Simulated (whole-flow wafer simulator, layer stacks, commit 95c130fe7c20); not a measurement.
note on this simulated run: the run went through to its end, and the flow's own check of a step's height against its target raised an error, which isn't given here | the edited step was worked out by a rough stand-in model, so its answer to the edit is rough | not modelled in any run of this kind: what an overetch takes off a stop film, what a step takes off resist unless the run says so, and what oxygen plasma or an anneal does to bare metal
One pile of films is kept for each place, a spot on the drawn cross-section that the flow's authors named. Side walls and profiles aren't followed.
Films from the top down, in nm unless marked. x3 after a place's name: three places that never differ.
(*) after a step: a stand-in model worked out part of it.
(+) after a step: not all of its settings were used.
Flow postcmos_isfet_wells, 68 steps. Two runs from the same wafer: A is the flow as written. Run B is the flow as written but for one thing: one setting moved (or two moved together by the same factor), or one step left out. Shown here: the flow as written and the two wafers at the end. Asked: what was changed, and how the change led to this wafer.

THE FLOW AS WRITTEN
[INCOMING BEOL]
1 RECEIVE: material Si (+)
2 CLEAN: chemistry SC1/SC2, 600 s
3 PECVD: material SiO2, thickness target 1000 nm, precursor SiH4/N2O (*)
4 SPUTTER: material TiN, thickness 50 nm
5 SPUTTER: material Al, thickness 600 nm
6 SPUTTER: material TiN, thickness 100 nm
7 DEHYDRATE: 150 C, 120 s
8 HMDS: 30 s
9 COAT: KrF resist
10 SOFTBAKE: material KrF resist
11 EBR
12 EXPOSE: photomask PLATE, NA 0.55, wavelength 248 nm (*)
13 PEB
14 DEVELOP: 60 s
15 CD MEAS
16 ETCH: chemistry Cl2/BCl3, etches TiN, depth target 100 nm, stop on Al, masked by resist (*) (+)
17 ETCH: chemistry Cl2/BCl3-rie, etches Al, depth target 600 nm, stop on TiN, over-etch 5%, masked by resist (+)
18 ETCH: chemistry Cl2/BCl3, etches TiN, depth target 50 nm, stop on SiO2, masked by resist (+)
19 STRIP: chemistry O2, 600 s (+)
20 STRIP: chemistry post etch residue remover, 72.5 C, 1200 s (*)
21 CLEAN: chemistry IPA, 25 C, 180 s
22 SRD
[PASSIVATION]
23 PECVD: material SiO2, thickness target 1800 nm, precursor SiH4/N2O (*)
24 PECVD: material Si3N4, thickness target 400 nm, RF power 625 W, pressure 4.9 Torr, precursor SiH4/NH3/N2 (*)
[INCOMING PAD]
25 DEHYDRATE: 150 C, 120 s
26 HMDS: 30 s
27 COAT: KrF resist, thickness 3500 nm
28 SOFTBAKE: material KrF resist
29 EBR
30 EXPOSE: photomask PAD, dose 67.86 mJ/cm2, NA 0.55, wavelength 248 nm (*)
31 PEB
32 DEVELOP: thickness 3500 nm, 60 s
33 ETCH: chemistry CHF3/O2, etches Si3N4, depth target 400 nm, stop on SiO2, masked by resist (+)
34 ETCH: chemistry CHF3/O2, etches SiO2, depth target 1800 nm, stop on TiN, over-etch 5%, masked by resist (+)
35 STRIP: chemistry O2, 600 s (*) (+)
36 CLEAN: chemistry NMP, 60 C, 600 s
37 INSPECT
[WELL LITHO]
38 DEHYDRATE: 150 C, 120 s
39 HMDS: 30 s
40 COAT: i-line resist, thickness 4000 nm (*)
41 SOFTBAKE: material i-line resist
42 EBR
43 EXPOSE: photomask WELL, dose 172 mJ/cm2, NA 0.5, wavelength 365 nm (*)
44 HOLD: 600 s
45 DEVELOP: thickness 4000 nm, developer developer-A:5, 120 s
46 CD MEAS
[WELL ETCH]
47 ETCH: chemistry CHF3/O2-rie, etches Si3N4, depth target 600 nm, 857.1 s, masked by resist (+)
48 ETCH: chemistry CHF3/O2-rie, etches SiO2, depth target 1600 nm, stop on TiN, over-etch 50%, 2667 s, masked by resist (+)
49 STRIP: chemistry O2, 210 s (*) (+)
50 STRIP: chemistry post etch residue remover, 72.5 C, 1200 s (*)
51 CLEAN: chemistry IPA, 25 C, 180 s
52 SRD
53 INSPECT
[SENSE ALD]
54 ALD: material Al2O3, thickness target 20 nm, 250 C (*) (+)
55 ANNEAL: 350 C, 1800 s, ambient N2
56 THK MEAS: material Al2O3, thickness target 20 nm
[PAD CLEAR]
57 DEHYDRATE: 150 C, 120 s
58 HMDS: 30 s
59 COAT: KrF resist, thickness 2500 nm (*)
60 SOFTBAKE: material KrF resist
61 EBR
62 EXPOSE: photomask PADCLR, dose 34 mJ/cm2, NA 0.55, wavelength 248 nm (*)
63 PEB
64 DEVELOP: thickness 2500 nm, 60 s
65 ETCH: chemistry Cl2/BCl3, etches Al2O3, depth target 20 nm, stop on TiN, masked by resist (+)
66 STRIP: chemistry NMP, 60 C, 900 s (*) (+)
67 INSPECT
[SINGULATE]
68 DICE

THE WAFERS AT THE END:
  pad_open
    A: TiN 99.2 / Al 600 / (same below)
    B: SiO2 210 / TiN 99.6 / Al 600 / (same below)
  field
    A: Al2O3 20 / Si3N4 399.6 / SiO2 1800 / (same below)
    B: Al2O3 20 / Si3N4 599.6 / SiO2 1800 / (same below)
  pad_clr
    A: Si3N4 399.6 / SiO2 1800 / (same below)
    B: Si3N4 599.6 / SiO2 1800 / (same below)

The cause: step 24, PECVD: thickness target 600 nm was run, where the flow has thickness target 400 nm.

How the change led to this, step by step:
  24 PECVD: material Si3N4, thickness target 400 nm, RF power 625 W, pressure 4.9 Torr, precursor SiH4/NH3/N2 (*)
      field, margin, well900, well1300 x3, pad_rim, pad_clr, pad_open: A Si3N4 +400 (new film) | B Si3N4 +600 (new film)
  33 ETCH: chemistry CHF3/O2, etches Si3N4, depth target 400 nm, stop on SiO2, masked by resist (+)
      pad_open: A Si3N4 -400 (all of it) | B Si3N4 -400
  34 ETCH: chemistry CHF3/O2, etches SiO2, depth target 1800 nm, stop on TiN, over-etch 5%, masked by resist (+)
      pad_open: A SiO2 -1800 (all of it) | B Si3N4 -200 (all of it), SiO2 -1590
  47 ETCH: chemistry CHF3/O2-rie, etches Si3N4, depth target 600 nm, 857.1 s, masked by resist (+)
      well900, well1300 x3: A Si3N4 -400 (all of it), SiO2 -200 | B Si3N4 -600 (all of it)
  48 ETCH: chemistry CHF3/O2-rie, etches SiO2, depth target 1600 nm, stop on TiN, over-etch 50%, 2667 s, masked by resist (+)
      well900, well1300 x3: A SiO2 -1600 (all of it) | B SiO2 -1800 (all of it)
  59 COAT: KrF resist, thickness 2500 nm (*)
      field: A KrF resist +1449 (new film) | B KrF resist +1353.4 (new film)
      margin: A KrF resist +1448.9 (new film) | B KrF resist +1353.4 (new film)
  63 PEB
      field, margin: A KrF resist -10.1 | B KrF resist -9.41
  66 STRIP: chemistry NMP, 60 C, 900 s (*) (+)
      field: A KrF resist -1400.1 (all of it) | B KrF resist -1305.3 (all of it)
      margin: A KrF resist -1400.1 (all of it) | B KrF resist -1305.2 (all of it)
